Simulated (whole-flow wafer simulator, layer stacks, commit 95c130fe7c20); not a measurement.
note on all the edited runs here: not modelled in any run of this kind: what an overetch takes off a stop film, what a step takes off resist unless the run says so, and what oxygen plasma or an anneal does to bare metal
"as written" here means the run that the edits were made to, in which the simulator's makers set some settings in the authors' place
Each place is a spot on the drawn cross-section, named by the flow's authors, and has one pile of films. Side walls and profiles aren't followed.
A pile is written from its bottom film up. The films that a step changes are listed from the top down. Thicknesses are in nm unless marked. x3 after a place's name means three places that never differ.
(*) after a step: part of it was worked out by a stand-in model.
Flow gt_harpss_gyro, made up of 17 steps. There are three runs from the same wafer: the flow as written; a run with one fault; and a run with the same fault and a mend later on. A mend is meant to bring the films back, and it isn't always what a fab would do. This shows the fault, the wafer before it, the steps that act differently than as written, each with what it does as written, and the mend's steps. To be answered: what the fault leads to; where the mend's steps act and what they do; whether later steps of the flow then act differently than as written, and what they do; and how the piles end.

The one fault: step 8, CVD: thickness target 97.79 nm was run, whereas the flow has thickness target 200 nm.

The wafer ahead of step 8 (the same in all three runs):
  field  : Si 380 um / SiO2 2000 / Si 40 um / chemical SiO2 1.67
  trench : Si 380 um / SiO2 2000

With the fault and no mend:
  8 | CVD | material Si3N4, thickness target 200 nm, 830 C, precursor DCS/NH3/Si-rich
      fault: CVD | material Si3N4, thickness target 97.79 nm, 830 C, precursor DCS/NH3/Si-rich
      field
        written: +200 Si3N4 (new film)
        fault: +97.8 Si3N4 (new film)
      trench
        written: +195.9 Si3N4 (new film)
        fault: +96 Si3N4 (new film)
  Steps later in the flow that act otherwise than as written:
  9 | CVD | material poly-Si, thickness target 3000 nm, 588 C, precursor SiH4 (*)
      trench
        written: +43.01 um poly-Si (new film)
        fault: +43 um poly-Si (new film)
  At field, trench, the piles at the end differ from the flow's by more than 2% or 0.5 nm, whichever is larger.
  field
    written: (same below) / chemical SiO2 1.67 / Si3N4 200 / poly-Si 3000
    fault: (same below) / chemical SiO2 1.67 / Si3N4 97.8 / poly-Si 3000
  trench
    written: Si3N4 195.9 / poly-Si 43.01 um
    fault: Si3N4 96 / poly-Si 43 um

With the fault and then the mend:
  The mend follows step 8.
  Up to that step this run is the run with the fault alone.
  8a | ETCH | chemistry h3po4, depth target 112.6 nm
      field
        -97.8 Si3N4 (all of it)
      trench
        -96 Si3N4 (all of it)
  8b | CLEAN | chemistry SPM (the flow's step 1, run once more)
      leaves every film unchanged at each place that is followed
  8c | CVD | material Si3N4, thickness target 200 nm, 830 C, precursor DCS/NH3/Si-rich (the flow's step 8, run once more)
      field
        +200 Si3N4 (new film)
      trench
        +195.9 Si3N4 (new film)
  Later steps of the flow that are run all act as written at every place that is followed.
  The piles end the same as the flow's at every place that both follow.
